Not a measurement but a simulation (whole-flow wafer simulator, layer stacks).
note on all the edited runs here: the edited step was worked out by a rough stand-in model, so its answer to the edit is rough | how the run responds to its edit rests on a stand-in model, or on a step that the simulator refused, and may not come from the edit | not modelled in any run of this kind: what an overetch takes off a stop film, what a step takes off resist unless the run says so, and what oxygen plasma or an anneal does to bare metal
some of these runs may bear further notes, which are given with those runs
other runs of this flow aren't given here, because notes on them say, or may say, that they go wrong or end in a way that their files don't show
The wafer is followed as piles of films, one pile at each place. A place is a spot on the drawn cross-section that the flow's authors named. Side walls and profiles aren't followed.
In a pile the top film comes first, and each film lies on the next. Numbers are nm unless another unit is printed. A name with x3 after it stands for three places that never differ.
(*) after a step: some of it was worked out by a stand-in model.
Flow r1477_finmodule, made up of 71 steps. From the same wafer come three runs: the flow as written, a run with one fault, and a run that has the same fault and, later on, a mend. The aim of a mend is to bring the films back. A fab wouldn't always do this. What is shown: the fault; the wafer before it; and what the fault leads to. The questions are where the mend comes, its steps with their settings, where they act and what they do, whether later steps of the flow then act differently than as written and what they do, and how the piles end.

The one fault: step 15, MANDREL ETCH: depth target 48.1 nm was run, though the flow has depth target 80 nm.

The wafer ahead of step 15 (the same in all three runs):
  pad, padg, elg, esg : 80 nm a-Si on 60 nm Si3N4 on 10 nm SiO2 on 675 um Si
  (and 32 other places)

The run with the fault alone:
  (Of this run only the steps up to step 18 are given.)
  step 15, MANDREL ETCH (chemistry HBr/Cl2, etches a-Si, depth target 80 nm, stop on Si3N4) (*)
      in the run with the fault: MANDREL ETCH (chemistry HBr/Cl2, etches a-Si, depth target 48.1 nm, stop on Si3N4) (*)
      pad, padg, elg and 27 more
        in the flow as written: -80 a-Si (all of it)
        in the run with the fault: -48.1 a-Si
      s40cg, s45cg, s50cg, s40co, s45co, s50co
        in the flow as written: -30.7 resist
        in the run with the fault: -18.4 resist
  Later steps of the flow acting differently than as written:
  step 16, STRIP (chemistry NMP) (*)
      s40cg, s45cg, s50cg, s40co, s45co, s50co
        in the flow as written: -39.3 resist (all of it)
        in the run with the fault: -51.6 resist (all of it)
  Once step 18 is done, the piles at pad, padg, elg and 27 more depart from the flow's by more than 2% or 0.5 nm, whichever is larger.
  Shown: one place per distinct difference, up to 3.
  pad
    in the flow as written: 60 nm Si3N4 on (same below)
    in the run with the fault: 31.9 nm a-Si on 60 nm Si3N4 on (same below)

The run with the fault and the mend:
  The mend stands after step 15.
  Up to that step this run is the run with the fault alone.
  step 15a, MANDREL ETCH (chemistry HBr/Cl2, etches a-Si, depth target 31.9 nm, stop on Si3N4) (*) (the flow's step 15, run once more with other settings)
      pad, padg, elg and 27 more
        -31.9 a-Si (all of it)
      s40cg, s45cg, s50cg, s40co, s45co, s50co
        -12.2 resist
  Every later step of the flow that is run acts as written at every place that is followed.
  At every place that both follow, the piles at the end match the flow's.
